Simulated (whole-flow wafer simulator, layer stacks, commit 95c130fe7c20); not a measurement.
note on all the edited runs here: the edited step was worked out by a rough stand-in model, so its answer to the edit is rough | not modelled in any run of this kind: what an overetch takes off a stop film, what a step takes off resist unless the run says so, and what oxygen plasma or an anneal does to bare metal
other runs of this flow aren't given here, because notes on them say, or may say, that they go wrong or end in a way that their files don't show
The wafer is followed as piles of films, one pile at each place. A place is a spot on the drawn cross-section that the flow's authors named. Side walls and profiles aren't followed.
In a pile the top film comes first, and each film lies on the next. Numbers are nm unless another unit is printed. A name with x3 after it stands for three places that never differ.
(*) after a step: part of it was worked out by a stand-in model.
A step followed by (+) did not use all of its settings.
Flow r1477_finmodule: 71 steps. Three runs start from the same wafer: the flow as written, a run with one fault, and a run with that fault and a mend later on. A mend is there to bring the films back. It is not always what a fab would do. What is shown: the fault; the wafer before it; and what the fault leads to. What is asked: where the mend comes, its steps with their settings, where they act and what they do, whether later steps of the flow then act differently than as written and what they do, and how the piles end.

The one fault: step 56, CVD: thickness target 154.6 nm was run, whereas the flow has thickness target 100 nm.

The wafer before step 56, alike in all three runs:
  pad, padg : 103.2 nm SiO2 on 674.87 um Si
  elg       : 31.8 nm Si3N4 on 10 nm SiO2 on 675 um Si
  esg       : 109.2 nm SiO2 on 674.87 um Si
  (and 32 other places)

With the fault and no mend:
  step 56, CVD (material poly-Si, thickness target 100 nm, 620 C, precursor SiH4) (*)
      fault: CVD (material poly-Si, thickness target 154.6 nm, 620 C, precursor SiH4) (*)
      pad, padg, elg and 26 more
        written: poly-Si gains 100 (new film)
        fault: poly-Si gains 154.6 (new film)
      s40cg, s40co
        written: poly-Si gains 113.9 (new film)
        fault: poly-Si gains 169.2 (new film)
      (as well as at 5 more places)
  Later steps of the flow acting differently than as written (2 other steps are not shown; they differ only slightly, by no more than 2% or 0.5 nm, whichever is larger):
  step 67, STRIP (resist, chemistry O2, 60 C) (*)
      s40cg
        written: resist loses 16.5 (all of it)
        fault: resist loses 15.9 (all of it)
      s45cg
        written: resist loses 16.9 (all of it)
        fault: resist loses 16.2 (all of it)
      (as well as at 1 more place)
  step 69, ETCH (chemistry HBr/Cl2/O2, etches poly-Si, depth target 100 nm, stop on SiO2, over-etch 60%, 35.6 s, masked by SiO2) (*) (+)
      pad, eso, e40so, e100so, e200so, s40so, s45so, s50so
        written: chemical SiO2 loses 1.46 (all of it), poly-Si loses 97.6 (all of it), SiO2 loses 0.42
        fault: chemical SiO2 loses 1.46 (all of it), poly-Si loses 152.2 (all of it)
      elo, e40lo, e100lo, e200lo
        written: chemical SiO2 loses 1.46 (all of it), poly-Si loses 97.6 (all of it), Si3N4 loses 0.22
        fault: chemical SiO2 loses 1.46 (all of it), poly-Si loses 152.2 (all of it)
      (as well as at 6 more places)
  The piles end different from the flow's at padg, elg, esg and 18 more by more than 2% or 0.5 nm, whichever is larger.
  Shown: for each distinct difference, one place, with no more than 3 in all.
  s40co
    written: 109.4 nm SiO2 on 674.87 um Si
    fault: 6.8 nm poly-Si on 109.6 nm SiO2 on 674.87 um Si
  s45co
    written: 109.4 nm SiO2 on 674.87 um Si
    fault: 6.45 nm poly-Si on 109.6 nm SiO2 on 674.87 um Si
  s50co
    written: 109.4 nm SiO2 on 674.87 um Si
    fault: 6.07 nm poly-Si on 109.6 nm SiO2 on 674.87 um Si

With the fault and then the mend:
  The mend stands after step 56.
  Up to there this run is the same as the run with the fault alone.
  step 56a, ETCH (chemistry tmah, depth target 273.2 nm)
      pad, padg, elg and 26 more
        poly-Si loses 154.6 (all of it)
      s40cg, s40co
        poly-Si loses 169.2 (all of it)
      s45cg, s45co
        poly-Si loses 168.9 (all of it)
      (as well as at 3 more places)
  step 56b, CLEAN (chemistry SC1, 46 C, 45 s) (*) (the flow's step 48, run once more)
      s40sg_line, s45sg_line, s50sg_line, s40so_line, s45so_line, s50so_line
        SiO2 loses 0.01
  step 56c, CVD (material poly-Si, thickness target 100 nm, 620 C, precursor SiH4) (*) (the flow's step 56, run once more)
      pad, padg, elg and 26 more
        poly-Si gains 100 (new film)
      s40cg, s40co
        poly-Si gains 113.9 (new film)
      s45cg, s45co
        poly-Si gains 113.4 (new film)
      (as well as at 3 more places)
  None of the later steps of the flow differs from how it acts as written, at any place that is followed, by more than 2% or 0.5 nm, whichever is larger.
  The piles end only slightly different from the flow's at the places that both follow, by no more than 2% or 0.5 nm, whichever is larger.
